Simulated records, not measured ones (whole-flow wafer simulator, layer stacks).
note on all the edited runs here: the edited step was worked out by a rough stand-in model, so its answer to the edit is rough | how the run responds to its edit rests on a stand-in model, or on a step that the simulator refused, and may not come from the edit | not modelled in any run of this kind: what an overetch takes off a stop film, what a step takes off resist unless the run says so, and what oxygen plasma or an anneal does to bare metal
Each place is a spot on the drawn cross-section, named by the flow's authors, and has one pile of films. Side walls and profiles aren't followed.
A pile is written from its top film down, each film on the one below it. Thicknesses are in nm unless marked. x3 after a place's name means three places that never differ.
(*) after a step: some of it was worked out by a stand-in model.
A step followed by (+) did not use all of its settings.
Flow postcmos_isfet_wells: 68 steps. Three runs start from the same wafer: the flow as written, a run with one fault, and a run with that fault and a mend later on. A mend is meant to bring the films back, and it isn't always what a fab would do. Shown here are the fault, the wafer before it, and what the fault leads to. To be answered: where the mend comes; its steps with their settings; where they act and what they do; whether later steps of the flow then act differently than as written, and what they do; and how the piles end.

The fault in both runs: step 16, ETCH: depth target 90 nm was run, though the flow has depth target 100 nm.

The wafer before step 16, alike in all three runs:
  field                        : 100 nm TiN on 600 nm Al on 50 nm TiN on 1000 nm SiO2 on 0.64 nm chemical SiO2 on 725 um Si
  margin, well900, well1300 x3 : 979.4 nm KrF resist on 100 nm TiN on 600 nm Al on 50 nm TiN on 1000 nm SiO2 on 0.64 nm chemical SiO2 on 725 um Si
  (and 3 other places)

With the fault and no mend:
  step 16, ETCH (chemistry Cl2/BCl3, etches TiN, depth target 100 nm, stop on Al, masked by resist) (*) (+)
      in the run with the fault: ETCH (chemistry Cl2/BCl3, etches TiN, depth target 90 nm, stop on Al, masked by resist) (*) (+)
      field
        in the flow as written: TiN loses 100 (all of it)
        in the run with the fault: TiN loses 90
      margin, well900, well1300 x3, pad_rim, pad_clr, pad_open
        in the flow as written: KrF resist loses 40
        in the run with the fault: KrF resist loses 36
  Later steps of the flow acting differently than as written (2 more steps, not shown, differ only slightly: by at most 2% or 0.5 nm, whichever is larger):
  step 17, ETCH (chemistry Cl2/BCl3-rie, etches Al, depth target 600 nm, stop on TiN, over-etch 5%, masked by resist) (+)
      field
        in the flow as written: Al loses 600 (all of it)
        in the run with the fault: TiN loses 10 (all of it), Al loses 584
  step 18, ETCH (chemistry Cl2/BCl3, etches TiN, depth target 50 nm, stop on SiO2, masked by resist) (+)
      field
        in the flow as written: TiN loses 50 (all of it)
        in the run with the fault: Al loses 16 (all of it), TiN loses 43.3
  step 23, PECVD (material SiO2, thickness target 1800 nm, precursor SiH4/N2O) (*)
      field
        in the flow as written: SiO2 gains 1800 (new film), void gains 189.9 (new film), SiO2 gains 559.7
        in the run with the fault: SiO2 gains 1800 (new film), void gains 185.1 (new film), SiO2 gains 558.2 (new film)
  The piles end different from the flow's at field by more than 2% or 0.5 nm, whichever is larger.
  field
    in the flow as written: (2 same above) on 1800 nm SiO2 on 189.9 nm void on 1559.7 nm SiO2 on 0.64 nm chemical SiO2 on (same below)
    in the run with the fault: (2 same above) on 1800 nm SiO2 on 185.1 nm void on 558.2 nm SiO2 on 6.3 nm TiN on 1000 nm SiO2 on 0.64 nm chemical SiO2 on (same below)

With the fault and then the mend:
  The mend follows step 16.
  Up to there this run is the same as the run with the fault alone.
  step 16a, ETCH (chemistry Cl2/BCl3, etches TiN, depth target 10 nm, stop on Al, masked by resist) (a further turn of the flow's step 16, with different settings)
      margin, well900, well1300 x3, pad_rim, pad_clr, pad_open
        KrF resist loses 4
      field
        TiN loses 10 (all of it)
  None of the later steps of the flow acts differently than as written at any place that is followed.
  At every place that both follow, the piles at the end match the flow's.
